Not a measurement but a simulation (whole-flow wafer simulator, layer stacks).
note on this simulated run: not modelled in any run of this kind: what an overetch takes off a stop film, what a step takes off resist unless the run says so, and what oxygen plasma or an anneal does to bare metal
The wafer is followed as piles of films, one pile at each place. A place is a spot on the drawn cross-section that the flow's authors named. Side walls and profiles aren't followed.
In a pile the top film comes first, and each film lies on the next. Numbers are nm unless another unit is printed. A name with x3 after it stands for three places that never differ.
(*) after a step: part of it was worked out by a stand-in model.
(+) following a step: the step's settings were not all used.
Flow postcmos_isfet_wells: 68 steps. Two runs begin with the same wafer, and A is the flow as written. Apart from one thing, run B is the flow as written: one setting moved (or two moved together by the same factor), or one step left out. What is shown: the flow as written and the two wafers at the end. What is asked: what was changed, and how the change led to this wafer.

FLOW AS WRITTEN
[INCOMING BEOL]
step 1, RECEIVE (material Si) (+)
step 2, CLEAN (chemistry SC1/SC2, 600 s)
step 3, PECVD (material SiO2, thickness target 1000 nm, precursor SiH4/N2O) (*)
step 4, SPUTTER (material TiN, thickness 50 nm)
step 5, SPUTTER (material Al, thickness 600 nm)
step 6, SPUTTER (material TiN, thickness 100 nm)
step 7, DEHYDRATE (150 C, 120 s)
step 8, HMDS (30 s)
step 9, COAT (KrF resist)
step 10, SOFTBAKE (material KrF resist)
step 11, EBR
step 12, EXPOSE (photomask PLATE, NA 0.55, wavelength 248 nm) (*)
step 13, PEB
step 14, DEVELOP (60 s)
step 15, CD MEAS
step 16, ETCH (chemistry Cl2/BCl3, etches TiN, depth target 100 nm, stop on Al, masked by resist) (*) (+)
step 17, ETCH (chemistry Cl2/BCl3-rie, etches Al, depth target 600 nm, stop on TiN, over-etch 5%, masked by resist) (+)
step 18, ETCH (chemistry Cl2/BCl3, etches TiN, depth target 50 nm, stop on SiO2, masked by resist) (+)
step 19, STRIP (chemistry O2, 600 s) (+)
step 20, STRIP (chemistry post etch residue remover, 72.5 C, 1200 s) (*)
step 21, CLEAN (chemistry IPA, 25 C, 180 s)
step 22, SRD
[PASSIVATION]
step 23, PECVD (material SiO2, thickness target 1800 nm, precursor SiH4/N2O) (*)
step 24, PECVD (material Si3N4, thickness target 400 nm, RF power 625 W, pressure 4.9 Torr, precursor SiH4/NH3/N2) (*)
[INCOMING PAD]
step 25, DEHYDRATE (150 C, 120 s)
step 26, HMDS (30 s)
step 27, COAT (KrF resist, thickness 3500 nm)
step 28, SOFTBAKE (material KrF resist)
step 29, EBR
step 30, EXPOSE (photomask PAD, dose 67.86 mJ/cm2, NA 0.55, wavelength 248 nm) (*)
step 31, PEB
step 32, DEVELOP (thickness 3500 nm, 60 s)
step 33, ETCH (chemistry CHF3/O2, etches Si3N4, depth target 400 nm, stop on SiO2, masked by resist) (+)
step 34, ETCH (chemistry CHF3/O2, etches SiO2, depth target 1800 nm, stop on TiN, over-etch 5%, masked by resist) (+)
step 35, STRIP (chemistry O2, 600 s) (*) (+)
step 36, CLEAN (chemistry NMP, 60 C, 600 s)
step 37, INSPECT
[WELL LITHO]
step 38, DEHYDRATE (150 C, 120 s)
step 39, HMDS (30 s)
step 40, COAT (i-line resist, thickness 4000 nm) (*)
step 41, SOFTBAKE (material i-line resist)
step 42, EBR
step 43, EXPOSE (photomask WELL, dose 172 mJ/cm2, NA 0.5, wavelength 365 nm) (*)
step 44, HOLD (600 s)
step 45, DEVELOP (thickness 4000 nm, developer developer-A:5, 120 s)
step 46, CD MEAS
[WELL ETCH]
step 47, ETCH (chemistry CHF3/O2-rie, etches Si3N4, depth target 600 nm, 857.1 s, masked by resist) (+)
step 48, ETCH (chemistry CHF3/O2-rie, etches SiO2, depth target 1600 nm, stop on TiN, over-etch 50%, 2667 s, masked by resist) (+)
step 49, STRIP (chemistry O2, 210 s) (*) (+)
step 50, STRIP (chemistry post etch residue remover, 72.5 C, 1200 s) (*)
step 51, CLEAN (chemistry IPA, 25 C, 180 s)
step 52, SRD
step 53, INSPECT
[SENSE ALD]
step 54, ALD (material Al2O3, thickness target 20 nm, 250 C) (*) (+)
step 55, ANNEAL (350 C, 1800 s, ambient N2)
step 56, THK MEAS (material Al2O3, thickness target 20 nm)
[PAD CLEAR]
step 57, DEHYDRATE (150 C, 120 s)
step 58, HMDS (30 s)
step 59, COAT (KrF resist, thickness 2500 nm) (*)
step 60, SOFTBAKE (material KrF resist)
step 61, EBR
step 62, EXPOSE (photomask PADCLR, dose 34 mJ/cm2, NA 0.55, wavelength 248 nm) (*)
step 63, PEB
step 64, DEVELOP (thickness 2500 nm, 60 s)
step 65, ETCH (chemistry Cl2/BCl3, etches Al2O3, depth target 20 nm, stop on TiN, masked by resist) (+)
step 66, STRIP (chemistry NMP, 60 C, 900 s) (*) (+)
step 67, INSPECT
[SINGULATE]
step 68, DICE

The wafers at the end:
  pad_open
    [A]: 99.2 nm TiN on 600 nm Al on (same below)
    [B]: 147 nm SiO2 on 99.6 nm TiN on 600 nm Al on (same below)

Cause: step 33, ETCH: depth target 260 nm was run, though the flow has depth target 400 nm.

The path from the change to this, step by step:
  step 33, ETCH (chemistry CHF3/O2, etches Si3N4, depth target 400 nm, stop on SiO2, masked by resist) (+)
      pad_open: A Si3N4 loses 400 (all of it) | B Si3N4 loses 260
      field, margin, well900, well1300 x3, pad_rim, pad_clr: A KrF resist loses 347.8 | B KrF resist loses 226.1
  step 34, ETCH (chemistry CHF3/O2, etches SiO2, depth target 1800 nm, stop on TiN, over-etch 5%, masked by resist) (+)
      pad_open: A SiO2 loses 1800 (all of it) | B Si3N4 loses 140 (all of it), SiO2 loses 1653
  step 35, STRIP (chemistry O2, 600 s) (*) (+)
      field, margin, well900, well1300 x3, pad_rim, pad_clr: A KrF resist loses 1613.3 (all of it) | B KrF resist loses 1735.1 (all of it)
  step 41, SOFTBAKE (material i-line resist)
      pad_clr: A i-line resist loses 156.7 | B i-line resist loses 142
      pad_open: A i-line resist gains 115.3 | B i-line resist gains 108.8
  step 49, STRIP (chemistry O2, 210 s) (*) (+)
      pad_clr: A i-line resist loses 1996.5 (all of it) | B i-line resist loses 2057 (all of it)
  step 59, COAT (KrF resist, thickness 2500 nm) (*)
      pad_clr: A KrF resist gains 1691.6 (new film) | B KrF resist gains 1741 (new film)
  step 64, DEVELOP (thickness 2500 nm, 60 s)
      pad_clr: A KrF resist loses 1676 (all of it) | B KrF resist loses 1725.2 (all of it)
